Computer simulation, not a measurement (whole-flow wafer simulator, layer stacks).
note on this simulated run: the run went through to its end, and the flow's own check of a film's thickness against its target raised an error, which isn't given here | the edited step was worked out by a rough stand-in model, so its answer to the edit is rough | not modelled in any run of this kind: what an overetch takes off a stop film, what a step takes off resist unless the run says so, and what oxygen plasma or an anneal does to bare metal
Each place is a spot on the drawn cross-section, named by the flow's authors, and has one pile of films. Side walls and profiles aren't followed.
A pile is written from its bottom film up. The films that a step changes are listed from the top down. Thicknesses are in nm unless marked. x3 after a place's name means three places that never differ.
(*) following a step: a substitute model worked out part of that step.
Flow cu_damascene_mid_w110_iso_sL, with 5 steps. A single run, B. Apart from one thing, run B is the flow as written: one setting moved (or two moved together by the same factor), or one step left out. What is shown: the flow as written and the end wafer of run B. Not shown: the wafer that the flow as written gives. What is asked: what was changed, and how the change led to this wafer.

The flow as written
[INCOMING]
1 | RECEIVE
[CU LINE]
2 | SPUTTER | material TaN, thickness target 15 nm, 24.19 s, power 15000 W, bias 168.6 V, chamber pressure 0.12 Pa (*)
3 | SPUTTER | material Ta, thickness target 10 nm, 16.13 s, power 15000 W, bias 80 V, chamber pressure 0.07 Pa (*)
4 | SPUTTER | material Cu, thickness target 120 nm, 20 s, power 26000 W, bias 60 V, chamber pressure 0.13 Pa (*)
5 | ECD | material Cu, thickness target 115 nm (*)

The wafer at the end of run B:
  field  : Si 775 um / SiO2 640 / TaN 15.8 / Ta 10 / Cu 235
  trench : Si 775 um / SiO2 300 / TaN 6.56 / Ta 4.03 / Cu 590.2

Cause: step 2, SPUTTER: thickness target 15.8 nm was run, whereas the flow has thickness target 15 nm; step 2, SPUTTER: 25.4 s was run, where the flow has 24.19 s.
The wafer itself shows it: field has TaN 15.8, and step 2 as written asks for 15 nm.

Step by step, how the change led to this:
  2 | SPUTTER | material TaN, thickness target 15 nm, 24.19 s, power 15000 W, bias 168.6 V, chamber pressure 0.12 Pa (*)
      field: +15.8 TaN (new film) (as written it would have been: +15 TaN (new film))
